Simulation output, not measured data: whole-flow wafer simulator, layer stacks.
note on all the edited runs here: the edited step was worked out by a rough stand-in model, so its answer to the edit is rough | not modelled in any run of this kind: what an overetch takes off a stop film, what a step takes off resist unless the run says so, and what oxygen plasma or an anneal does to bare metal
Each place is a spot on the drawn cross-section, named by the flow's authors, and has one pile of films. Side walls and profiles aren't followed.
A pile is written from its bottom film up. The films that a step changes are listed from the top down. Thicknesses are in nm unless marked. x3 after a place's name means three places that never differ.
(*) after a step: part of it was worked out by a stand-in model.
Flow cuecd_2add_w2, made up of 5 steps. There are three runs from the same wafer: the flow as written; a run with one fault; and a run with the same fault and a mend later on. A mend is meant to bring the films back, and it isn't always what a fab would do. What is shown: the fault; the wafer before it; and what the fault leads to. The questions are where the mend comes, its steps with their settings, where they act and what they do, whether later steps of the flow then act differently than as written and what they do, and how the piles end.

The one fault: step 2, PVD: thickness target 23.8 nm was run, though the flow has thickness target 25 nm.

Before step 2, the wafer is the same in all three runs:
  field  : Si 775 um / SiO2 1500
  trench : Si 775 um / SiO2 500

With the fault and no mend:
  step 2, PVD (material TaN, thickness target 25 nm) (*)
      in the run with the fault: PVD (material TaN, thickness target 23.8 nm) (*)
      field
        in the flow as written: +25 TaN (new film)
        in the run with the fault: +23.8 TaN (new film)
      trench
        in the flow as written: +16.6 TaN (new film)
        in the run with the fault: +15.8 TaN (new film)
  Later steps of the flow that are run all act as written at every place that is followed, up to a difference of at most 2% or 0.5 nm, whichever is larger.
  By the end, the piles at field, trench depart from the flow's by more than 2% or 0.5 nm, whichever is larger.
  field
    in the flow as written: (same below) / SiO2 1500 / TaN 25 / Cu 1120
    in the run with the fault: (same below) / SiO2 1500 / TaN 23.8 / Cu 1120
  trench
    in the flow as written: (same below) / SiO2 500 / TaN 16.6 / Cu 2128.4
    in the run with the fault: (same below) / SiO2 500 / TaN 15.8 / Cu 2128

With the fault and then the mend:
  The mend follows step 2.
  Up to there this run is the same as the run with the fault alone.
  step 2a, PVD (material TaN, thickness target 1.2 nm) (*) (a further turn of the flow's step 2, with different settings)
      field
        +1.2 TaN
      trench
        +0.79 TaN
  Later steps of the flow that are run all act as written at every place that is followed.
  The piles end the same as the flow's at every place that both follow.
